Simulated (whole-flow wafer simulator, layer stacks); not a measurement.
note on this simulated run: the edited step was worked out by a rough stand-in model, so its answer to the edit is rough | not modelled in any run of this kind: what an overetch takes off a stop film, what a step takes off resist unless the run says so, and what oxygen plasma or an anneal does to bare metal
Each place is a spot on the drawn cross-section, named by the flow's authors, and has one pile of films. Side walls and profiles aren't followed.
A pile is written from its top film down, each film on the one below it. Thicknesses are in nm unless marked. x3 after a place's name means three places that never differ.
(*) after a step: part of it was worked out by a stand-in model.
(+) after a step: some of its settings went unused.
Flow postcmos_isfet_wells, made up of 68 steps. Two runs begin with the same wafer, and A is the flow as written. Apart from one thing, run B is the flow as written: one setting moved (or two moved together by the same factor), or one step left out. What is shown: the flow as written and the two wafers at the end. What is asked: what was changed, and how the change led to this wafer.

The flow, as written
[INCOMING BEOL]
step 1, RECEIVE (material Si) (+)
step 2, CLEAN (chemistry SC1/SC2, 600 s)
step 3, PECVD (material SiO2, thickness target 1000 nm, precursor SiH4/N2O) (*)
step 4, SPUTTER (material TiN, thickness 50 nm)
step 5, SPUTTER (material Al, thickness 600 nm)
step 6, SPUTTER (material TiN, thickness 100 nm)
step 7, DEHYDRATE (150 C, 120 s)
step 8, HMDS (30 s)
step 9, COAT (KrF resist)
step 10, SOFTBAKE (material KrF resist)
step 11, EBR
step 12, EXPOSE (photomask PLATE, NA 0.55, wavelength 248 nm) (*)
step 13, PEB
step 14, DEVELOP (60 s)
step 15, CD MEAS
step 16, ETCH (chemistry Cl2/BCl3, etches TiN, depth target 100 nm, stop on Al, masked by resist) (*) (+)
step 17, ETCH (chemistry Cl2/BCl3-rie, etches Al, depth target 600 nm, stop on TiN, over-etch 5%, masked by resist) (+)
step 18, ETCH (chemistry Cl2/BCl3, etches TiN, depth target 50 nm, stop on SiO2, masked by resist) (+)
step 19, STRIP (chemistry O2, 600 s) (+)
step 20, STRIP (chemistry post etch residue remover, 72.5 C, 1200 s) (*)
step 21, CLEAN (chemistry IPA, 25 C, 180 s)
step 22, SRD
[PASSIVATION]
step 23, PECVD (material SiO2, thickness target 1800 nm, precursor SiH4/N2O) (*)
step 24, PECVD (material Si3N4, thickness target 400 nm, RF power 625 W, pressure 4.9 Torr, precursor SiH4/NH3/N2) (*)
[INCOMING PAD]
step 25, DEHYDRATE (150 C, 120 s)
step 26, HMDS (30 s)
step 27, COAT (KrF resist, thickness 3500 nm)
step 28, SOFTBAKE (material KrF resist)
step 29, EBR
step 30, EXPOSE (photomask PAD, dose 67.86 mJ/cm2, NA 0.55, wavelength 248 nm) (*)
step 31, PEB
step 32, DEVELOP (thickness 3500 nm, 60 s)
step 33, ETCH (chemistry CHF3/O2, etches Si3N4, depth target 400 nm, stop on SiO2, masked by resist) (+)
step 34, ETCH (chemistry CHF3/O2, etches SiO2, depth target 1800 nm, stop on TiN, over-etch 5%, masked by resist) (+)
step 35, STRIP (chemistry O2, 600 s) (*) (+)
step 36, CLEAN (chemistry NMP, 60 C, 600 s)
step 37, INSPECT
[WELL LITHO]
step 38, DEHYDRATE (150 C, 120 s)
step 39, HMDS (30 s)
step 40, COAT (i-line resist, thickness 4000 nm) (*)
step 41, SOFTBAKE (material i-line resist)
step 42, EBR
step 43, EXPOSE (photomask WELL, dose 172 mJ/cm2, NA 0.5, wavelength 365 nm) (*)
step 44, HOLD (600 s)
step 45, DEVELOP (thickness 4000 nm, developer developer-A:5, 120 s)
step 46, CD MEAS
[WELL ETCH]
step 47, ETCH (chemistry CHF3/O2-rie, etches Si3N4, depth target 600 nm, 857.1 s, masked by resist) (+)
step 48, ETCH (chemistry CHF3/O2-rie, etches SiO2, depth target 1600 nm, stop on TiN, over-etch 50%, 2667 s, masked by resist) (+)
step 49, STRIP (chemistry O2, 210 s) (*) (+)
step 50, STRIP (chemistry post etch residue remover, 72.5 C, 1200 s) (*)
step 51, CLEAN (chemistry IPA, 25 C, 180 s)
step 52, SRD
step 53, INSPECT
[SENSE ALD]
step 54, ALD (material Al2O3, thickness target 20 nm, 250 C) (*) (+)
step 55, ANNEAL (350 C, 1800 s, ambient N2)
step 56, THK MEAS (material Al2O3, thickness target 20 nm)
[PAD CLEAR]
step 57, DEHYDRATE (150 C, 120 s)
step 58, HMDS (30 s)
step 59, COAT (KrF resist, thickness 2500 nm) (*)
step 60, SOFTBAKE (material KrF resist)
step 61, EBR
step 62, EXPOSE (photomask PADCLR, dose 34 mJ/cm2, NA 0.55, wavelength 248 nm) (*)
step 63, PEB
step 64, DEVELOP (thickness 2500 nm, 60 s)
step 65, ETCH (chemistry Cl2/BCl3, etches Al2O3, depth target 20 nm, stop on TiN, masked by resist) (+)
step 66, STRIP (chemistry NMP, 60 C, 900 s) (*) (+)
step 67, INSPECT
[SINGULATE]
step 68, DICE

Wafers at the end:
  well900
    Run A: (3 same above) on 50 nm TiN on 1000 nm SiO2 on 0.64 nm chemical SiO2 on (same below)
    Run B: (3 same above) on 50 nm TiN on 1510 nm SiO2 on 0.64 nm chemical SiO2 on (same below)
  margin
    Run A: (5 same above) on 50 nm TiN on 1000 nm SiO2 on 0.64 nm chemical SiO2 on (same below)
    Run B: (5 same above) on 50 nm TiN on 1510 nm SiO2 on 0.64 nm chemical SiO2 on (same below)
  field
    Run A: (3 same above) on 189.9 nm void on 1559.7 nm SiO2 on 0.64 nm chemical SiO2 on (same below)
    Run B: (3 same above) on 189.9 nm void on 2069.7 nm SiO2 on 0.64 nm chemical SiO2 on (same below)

Cause: step 3, PECVD: thickness target 1510 nm was run, though the flow has thickness target 1000 nm.
The wafer itself shows it: well900 has SiO2 1510, and step 3 as written asks for 1000 nm.

The path from the change to this, step by step:
  step 3, PECVD (material SiO2, thickness target 1000 nm, precursor SiH4/N2O) (*)
      field, margin, well900, well1300 x3, pad_rim, pad_clr, pad_open: A SiO2 gains 1000 (new film) | B SiO2 gains 1510 (new film)
